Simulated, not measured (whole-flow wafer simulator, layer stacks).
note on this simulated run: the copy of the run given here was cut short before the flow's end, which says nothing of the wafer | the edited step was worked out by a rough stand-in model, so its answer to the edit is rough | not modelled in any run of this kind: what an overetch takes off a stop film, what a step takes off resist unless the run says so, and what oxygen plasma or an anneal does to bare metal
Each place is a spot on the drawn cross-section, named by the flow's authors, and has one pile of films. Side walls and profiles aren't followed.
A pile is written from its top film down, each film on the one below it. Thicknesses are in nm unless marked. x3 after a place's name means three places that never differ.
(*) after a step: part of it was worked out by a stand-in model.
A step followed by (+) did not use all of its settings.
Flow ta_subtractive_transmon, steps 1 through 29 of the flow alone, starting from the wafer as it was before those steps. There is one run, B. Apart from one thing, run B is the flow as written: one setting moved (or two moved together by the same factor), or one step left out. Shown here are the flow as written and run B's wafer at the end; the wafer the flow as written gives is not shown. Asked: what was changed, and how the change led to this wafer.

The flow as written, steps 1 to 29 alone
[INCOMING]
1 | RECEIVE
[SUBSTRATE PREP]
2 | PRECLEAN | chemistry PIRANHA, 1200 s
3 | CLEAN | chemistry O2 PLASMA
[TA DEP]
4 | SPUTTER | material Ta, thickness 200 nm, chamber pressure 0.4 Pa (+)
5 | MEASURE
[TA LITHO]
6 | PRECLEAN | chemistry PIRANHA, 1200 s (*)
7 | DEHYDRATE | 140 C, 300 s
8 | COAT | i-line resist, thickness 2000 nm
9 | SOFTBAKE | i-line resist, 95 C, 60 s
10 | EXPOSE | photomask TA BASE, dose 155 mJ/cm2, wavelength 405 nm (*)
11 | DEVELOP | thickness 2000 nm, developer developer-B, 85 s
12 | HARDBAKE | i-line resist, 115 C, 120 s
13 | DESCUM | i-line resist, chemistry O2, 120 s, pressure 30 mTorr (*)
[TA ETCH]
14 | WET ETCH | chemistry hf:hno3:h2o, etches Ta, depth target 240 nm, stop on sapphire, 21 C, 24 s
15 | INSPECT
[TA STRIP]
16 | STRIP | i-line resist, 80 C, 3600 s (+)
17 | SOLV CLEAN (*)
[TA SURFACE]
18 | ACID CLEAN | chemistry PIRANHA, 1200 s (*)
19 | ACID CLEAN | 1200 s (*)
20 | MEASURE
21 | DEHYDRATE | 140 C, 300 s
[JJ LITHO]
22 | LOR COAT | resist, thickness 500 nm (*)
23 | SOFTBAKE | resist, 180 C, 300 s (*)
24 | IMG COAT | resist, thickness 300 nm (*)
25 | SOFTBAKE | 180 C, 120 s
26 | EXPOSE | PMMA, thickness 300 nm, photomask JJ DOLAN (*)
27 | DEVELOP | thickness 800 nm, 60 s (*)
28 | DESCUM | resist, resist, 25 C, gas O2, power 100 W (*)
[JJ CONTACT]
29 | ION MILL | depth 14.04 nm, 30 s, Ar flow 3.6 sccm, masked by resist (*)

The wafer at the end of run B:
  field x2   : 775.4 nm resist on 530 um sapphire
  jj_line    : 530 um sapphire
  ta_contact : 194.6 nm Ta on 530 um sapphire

What caused this: step 29, ION MILL: depth 7.58 nm was run, whereas the flow has depth 14.04 nm; step 29, ION MILL: 16.2 s was run, where the flow has 30 s.

How this came from the change, step by step:
  29 | ION MILL | depth 14.04 nm, 30 s, Ar flow 3.6 sccm, masked by resist (*)
      field x2, ta_pad: resist loses 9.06 (as written it would have been: resist loses 16.8)
      jj_line, lead: sapphire loses 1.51 (as written it would have been: sapphire loses 2.8)
      (also at 1 further place)
